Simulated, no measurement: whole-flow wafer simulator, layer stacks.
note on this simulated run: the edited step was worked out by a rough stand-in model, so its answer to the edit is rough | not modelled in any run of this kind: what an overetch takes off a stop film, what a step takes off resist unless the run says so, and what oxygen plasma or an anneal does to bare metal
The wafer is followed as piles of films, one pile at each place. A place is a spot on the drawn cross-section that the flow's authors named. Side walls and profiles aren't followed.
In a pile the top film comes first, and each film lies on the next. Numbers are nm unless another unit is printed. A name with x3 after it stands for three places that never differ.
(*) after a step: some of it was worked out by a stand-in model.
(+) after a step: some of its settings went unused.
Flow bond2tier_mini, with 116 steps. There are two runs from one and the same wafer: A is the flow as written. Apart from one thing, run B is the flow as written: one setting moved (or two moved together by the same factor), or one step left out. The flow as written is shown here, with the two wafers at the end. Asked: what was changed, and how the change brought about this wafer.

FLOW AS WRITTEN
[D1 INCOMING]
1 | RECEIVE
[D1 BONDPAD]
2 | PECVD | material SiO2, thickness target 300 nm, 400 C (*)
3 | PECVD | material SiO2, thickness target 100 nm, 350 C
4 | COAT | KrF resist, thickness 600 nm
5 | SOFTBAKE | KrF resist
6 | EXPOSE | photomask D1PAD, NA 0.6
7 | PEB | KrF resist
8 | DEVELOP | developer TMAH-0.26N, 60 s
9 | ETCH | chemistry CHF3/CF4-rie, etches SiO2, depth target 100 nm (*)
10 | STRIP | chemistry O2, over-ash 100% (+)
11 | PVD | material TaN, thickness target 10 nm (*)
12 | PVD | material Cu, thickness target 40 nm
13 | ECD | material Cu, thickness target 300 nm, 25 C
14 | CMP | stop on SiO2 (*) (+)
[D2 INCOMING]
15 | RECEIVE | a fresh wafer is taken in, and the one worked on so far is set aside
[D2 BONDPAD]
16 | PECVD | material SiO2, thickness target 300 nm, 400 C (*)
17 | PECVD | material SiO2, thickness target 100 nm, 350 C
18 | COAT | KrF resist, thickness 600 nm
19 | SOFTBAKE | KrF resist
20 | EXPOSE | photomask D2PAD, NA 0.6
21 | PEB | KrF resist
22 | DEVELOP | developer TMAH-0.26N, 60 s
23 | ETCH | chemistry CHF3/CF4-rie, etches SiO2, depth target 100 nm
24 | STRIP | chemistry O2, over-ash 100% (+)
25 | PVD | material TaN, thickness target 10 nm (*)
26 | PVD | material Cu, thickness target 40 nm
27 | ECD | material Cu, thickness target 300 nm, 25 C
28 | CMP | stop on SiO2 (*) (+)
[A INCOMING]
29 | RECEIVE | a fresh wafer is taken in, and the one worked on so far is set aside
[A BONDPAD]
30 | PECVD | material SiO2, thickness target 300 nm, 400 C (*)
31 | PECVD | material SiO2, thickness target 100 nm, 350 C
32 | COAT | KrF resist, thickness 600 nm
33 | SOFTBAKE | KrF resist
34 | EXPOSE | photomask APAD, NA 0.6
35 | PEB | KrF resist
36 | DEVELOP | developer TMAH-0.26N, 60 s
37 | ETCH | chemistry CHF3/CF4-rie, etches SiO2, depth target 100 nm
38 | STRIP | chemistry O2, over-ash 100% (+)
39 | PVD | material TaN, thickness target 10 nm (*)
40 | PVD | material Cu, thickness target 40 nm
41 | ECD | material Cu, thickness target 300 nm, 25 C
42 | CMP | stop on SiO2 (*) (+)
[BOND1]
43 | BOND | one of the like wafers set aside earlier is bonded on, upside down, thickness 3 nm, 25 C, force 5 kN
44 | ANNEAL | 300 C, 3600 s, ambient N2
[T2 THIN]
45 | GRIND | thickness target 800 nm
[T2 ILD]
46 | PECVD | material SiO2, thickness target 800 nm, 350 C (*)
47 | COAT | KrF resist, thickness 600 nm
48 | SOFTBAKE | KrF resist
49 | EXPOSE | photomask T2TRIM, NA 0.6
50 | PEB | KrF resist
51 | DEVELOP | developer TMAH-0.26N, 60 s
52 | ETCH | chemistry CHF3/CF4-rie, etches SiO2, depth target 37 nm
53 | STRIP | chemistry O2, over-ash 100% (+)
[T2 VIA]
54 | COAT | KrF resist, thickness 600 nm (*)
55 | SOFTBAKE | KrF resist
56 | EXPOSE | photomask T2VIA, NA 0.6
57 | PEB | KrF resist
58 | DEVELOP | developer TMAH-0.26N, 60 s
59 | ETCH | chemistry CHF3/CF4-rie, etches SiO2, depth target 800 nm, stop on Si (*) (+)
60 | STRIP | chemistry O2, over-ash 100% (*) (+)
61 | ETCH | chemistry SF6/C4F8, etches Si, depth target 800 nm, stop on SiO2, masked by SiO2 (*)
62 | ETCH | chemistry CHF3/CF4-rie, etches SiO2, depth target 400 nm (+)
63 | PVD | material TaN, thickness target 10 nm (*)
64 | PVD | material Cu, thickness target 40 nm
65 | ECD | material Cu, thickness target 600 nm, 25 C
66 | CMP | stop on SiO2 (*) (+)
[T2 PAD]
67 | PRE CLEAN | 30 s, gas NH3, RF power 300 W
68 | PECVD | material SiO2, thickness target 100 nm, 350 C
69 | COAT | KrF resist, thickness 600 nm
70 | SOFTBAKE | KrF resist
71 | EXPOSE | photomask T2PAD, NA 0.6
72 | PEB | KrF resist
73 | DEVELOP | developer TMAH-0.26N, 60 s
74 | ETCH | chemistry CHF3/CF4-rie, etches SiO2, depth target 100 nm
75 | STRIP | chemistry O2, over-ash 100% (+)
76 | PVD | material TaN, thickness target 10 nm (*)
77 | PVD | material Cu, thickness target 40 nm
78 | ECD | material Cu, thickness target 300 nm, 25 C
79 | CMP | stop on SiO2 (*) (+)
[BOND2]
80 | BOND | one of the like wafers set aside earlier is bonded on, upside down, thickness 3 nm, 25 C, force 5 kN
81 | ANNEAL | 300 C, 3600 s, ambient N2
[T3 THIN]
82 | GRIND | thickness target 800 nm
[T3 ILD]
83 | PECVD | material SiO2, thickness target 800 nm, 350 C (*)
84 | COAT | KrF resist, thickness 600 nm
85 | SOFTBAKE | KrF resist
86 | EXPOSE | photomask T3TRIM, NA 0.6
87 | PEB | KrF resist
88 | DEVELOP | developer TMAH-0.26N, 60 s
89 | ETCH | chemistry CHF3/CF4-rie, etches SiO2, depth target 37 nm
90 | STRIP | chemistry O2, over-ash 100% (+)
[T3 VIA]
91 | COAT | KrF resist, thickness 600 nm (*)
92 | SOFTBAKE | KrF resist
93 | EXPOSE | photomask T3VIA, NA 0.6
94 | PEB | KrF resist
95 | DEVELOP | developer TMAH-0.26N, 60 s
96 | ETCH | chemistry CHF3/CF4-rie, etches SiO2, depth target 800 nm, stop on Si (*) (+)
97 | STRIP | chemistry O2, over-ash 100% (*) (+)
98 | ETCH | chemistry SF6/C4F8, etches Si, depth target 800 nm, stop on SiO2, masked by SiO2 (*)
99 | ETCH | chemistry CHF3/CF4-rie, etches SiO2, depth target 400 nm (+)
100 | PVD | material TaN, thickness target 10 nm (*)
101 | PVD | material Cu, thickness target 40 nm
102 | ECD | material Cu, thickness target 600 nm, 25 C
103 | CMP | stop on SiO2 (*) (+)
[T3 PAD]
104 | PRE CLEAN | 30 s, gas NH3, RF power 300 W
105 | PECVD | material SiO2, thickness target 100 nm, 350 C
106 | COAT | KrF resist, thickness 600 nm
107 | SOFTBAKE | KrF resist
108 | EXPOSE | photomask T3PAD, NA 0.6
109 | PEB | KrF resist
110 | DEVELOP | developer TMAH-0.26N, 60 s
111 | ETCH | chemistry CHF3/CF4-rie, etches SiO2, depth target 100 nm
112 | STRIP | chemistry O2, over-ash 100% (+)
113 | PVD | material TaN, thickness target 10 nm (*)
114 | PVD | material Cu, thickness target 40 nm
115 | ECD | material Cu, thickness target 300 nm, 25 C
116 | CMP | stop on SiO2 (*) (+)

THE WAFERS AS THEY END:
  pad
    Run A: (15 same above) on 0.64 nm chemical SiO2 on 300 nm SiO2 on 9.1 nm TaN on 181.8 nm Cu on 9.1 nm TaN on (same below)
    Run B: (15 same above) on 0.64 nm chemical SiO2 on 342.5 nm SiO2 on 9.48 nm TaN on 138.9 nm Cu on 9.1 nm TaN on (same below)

The reason: step 9, ETCH: depth target 57.5 nm was run, though the flow has depth target 100 nm.

Step by step, how the change led to this:
  9 | ETCH | chemistry CHF3/CF4-rie, etches SiO2, depth target 100 nm (*)
      pad, via: A SiO2 loses 100 | B SiO2 loses 57.5
      field: A KrF resist loses 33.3 | B KrF resist loses 19.2
  10 | STRIP | chemistry O2, over-ash 100% (+)
      field: A KrF resist loses 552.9 (all of it) | B KrF resist loses 567.1 (all of it)
  12 | PVD | material Cu, thickness target 40 nm
      pad: A Cu gains 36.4 (new film) | B Cu gains 37.9 (new film)
  13 | ECD | material Cu, thickness target 300 nm, 25 C
      pad: A Cu gains 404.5 | B Cu gains 360.1
      via: A Cu gains 400.2 | B Cu gains 357.5
  43 | BOND | one of the like wafers set aside earlier is bonded on, upside down, thickness 3 nm, 25 C, force 5 kN
      pad: A Si gains 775 um (new film), chemical SiO2 gains 0.64 (new film), SiO2 gains 300 (new film), TaN gains 9.1 (new film), Cu gains 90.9 | B Si gains 775 um (new film), chemical SiO2 gains 0.64 (new film), SiO2 gains 342.5 (new film), TaN gains 9.48 (new film), Cu gains 48
      via: A Si gains 775 um (new film), chemical SiO2 gains 0.64 (new film), SiO2 gains 300 (new film), TaN gains 9.97 (new film), Cu gains 90 | B Si gains 775 um (new film), chemical SiO2 gains 0.64 (new film), SiO2 gains 342.5 (new film), TaN gains 10 (new film), Cu gains 47.5
